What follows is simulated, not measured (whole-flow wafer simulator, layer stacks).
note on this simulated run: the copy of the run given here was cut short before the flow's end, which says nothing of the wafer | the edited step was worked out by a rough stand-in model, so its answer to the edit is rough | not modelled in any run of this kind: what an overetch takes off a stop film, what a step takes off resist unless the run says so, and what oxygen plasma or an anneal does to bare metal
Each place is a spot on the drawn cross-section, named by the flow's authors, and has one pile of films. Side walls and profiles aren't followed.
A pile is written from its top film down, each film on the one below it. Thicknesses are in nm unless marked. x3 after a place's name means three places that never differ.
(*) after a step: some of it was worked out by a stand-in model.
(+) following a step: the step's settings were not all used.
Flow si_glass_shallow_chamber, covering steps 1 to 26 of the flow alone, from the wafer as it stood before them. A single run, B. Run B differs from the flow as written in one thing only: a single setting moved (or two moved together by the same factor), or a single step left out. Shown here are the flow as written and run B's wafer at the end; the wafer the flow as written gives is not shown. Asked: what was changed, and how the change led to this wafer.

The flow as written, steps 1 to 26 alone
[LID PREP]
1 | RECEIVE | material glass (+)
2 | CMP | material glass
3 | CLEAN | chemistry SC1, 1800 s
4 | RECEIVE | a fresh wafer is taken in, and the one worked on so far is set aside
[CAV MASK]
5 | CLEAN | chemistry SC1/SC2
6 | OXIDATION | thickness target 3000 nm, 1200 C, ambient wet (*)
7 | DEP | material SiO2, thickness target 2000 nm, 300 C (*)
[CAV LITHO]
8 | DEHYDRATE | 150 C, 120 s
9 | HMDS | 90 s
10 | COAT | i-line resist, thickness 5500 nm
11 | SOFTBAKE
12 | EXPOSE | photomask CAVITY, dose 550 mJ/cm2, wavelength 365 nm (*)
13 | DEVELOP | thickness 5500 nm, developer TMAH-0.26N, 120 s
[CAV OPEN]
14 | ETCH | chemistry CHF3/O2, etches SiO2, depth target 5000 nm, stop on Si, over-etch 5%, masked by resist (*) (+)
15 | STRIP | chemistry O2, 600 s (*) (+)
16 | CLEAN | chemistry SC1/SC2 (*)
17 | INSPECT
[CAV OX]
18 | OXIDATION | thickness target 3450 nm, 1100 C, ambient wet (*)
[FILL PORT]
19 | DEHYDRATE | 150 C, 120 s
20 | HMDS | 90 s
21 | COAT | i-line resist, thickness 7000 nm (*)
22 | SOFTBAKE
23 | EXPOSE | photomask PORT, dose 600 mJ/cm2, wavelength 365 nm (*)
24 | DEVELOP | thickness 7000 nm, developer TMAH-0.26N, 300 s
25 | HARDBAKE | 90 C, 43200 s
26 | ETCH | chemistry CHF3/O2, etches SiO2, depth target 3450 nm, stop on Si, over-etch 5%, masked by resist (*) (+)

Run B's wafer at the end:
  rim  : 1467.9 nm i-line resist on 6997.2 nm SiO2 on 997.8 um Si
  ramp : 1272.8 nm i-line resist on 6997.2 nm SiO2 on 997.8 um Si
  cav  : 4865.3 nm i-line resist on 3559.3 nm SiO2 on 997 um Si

What caused this: step 6, OXIDATION: thickness target 4050 nm was run, though the flow has thickness target 3000 nm.

The path from the change to this, step by step:
  6 | OXIDATION | thickness target 3000 nm, 1200 C, ambient wet (*)
      rim, ramp, cav, port, septum, ring: SiO2 gains 4050 (new film), chemical SiO2 loses 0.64 (all of it), Si loses 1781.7 (it would be, as written: SiO2 gains 3000 (new film), chemical SiO2 loses 0.64 (all of it), Si loses 1319.7)
  14 | ETCH | chemistry CHF3/O2, etches SiO2, depth target 5000 nm, stop on Si, over-etch 5%, masked by resist (*) (+)
      cav, port: SiO2 loses 5250 (it would be, as written: SiO2 loses 5000 (all of it), Si loses 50)
  15 | STRIP | chemistry O2, 600 s (*) (+)
      cav, port: nothing (it would be, as written: chemical SiO2 gains 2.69 (new film), Si loses 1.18)
  18 | OXIDATION | thickness target 3450 nm, 1100 C, ambient wet (*)
      cav, port: SiO2 gains 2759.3, Si loses 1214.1 (it would be, as written: SiO2 gains 3450 (new film), chemical SiO2 loses 2.69 (all of it), Si loses 1516.8)
      rim, ramp, septum, ring: SiO2 gains 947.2, Si loses 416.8 (it would be, as written: SiO2 gains 1109.8, Si loses 488.3)
  21 | COAT | i-line resist, thickness 7000 nm (*)
      rim: i-line resist gains 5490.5 (new film) (it would be, as written: i-line resist gains 5660.1 (new film))
      ramp: i-line resist gains 4854.5 (new film) (it would be, as written: i-line resist gains 5087.8 (new film))
  22 | SOFTBAKE
      rim: i-line resist loses 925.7 (it would be, as written: i-line resist loses 849)
      ramp: i-line resist loses 491.2 (it would be, as written: i-line resist loses 434.5)
      (also at 3 further places)
  25 | HARDBAKE | 90 C, 43200 s
      rim: i-line resist loses 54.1 (it would be, as written: i-line resist loses 62.5)
      ramp: i-line resist loses 47.7 (it would be, as written: i-line resist loses 57.1)
      (also at 1 further place)
  26 | ETCH | chemistry CHF3/O2, etches SiO2, depth target 3450 nm, stop on Si, over-etch 5%, masked by resist (*) (+)
      port: SiO2 loses 3559.3 (all of it), Si loses 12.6 (it would be, as written: SiO2 loses 3450 (all of it), Si loses 34.5)
